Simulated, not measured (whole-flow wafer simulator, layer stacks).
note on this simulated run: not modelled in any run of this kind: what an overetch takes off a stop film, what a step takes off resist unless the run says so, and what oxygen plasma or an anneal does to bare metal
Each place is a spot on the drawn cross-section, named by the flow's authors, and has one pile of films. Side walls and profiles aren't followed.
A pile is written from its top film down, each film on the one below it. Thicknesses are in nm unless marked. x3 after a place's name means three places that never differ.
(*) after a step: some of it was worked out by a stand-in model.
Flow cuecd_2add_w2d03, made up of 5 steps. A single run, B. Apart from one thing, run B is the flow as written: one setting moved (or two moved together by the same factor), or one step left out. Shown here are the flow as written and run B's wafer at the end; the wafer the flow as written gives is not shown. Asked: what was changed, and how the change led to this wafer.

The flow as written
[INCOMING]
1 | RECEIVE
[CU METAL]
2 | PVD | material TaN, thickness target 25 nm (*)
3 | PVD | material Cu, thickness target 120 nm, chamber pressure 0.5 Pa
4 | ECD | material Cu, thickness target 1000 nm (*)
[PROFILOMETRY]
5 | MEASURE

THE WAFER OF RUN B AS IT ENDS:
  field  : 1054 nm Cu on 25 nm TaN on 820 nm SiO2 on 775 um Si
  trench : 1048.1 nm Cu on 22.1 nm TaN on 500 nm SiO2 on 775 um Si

What caused this: step 3, PVD: thickness target 54 nm was run, whereas the flow has thickness target 120 nm.

The path from the change to this, step by step:
  3 | PVD | material Cu, thickness target 120 nm, chamber pressure 0.5 Pa
      field: Cu gains 54 (new film) (as written it would have been: Cu gains 120 (new film))
      trench: Cu gains 48.1 (new film) (as written it would have been: Cu gains 107.2 (new film))
